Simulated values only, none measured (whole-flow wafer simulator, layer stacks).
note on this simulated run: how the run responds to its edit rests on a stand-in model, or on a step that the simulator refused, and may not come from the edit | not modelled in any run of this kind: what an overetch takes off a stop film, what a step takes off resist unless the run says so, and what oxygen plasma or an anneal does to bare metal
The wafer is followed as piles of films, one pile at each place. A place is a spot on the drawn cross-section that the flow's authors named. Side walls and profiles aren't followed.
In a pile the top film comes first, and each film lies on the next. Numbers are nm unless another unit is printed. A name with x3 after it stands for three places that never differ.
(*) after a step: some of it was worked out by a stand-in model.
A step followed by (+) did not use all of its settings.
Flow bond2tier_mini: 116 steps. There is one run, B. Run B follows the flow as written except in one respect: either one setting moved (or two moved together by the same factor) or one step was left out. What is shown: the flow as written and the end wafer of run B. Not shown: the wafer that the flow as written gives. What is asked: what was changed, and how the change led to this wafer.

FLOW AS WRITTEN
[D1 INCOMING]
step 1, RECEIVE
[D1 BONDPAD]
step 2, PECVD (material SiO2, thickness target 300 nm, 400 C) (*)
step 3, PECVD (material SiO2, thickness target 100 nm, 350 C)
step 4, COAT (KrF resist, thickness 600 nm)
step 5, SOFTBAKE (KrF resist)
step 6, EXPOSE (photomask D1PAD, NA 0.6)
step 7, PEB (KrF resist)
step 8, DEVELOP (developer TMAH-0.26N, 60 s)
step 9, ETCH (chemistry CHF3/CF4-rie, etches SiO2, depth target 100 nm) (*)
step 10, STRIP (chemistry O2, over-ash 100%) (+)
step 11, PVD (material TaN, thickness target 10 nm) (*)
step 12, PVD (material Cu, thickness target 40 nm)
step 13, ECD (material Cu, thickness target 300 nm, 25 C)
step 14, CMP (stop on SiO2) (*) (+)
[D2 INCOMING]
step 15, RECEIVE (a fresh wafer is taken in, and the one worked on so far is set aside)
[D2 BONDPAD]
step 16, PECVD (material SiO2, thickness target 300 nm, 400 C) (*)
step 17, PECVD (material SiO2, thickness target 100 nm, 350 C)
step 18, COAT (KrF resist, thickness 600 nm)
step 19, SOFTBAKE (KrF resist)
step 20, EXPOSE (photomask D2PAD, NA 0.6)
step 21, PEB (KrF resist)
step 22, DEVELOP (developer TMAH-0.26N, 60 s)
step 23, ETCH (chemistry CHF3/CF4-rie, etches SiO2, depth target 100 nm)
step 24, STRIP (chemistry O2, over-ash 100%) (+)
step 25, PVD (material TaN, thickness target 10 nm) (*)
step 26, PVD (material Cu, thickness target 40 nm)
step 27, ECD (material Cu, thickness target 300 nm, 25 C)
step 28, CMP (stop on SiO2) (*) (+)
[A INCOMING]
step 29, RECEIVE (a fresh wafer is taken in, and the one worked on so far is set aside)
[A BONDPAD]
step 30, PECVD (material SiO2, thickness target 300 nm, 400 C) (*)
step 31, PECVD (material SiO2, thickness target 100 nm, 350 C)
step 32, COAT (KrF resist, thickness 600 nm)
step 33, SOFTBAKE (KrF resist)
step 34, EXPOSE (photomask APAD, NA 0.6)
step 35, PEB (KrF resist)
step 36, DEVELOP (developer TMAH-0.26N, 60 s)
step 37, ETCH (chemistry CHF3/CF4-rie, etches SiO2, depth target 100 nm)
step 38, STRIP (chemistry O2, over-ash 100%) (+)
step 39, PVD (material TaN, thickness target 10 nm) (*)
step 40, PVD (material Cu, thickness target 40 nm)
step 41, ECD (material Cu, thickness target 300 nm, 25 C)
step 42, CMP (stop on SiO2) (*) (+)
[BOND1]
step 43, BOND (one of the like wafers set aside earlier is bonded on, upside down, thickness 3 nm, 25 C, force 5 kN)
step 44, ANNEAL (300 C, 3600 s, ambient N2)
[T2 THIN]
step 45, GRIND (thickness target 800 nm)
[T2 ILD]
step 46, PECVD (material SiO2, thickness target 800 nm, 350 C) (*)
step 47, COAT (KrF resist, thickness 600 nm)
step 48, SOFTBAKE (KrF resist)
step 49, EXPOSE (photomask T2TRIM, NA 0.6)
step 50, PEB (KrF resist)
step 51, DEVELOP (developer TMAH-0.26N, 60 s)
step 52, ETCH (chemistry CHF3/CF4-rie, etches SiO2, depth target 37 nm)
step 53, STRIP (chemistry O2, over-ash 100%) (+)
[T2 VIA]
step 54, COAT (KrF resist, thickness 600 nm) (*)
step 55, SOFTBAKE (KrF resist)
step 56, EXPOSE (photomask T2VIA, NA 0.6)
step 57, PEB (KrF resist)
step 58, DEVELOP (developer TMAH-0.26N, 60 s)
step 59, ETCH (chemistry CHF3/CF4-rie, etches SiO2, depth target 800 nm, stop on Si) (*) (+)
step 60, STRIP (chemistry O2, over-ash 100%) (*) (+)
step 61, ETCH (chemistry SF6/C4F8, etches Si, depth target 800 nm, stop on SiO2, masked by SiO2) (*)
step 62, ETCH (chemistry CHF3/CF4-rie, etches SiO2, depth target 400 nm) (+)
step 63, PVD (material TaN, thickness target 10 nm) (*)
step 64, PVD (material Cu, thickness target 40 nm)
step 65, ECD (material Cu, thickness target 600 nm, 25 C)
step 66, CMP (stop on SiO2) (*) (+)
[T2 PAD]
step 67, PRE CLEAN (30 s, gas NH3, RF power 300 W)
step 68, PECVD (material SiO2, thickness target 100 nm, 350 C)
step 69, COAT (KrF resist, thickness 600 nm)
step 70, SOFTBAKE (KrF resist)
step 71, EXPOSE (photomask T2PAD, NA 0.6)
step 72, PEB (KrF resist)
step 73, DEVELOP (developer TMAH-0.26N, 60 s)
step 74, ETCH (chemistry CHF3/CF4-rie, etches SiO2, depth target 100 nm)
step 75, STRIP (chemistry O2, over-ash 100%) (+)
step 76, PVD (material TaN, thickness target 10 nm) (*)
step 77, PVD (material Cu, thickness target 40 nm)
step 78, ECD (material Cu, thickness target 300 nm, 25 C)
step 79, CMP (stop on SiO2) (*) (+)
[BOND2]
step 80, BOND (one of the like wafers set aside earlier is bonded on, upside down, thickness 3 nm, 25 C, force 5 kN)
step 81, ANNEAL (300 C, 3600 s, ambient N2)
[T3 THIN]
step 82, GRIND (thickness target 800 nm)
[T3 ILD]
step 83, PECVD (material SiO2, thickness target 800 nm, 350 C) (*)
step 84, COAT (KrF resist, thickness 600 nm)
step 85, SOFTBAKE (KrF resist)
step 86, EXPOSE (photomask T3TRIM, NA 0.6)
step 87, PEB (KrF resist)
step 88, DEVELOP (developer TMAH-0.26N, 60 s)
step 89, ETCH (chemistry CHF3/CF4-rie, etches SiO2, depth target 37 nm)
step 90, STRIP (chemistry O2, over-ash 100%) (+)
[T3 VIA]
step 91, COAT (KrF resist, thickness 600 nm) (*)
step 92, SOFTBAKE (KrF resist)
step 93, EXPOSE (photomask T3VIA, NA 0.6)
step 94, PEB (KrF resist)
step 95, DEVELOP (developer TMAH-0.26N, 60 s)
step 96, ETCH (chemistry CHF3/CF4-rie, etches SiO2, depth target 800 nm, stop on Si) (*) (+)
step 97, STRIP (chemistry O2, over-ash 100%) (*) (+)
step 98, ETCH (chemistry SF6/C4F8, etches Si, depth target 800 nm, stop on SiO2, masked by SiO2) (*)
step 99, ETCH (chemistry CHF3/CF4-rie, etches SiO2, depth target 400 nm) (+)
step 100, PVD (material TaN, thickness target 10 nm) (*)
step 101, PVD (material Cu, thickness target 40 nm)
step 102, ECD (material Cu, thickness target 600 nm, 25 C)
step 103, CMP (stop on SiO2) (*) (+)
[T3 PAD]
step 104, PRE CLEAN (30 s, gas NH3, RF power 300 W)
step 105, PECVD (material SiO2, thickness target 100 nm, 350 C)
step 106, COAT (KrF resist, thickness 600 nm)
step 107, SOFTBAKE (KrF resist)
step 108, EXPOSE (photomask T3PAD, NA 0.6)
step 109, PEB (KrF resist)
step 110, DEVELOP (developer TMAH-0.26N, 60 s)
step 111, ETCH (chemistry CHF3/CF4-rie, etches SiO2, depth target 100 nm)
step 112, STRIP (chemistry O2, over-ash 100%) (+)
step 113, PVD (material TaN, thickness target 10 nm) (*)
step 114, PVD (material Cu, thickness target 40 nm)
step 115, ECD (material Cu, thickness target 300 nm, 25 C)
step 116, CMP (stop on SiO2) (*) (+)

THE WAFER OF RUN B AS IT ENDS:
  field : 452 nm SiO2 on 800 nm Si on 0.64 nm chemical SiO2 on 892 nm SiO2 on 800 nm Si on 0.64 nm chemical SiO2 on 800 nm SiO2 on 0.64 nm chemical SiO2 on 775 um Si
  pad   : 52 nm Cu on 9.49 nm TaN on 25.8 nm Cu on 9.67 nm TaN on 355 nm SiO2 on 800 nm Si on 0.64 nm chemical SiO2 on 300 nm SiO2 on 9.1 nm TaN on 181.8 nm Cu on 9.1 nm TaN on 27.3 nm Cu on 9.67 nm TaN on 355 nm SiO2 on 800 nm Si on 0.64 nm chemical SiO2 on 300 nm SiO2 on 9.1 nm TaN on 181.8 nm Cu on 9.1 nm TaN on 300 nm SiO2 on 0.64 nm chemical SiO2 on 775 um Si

The reason: step 105, PECVD: thickness target 60 nm was run, while the flow as written has thickness target 100 nm.

How this came from the change, step by step:
  step 105, PECVD (material SiO2, thickness target 100 nm, 350 C)
      field: SiO2 gains 60 (as written it would have been: SiO2 gains 100)
      pad: SiO2 gains 60 (new film) (as written it would have been: SiO2 gains 100 (new film))
  step 111, ETCH (chemistry CHF3/CF4-rie, etches SiO2, depth target 100 nm)
      pad: SiO2 loses 60 (all of it), Cu loses 1.5 (as written it would have been: SiO2 loses 100 (all of it))
      field: KrF resist loses 30 (as written it would have been: KrF resist loses 33.3)
  step 114, PVD (material Cu, thickness target 40 nm)
      pad: Cu gains 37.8 (new film) (as written it would have been: Cu gains 36.4 (new film))
  step 115, ECD (material Cu, thickness target 300 nm, 25 C)
      pad: Cu gains 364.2 (as written it would have been: Cu gains 404.5)
